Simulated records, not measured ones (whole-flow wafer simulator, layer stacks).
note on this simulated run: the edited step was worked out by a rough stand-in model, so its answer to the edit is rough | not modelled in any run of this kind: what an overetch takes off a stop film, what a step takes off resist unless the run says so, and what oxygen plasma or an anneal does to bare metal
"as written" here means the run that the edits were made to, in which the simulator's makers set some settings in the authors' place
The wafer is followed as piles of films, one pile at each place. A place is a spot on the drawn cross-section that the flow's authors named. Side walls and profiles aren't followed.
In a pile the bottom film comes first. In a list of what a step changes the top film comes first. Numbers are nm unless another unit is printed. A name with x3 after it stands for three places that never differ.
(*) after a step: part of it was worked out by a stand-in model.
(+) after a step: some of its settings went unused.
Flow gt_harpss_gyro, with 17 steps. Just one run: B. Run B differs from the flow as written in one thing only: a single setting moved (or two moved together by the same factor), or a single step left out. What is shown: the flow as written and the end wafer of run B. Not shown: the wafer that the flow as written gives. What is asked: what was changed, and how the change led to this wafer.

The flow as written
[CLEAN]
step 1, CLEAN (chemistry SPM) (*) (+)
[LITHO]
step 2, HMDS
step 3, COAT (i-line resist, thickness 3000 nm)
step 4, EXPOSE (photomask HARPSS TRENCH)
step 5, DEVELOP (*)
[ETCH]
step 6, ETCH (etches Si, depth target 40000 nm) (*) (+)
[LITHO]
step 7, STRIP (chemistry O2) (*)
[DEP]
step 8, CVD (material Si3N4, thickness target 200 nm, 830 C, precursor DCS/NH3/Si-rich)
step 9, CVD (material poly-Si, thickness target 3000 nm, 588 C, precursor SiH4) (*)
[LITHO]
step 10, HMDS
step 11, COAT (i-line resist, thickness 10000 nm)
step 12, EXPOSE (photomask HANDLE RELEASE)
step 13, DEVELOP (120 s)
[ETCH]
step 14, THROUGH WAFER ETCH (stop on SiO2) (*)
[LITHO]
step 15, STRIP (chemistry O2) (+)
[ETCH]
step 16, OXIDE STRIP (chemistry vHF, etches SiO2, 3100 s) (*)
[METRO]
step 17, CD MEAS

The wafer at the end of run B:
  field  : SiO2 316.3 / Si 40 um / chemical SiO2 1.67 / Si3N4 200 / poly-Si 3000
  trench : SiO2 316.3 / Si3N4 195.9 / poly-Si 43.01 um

The reason: step 16, OXIDE STRIP: 2170 s was run, whereas the flow has 3100 s.

How this came from the change, step by step:
  step 16, OXIDE STRIP (chemistry vHF, etches SiO2, 3100 s) (*)
      field: under 4 films: SiO2 loses 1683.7 (as written it would have been: under 4 films: SiO2 loses 2000 (all of it))
      trench: under 2 films: SiO2 loses 1683.7 (as written it would have been: under 2 films: SiO2 loses 2000 (all of it))
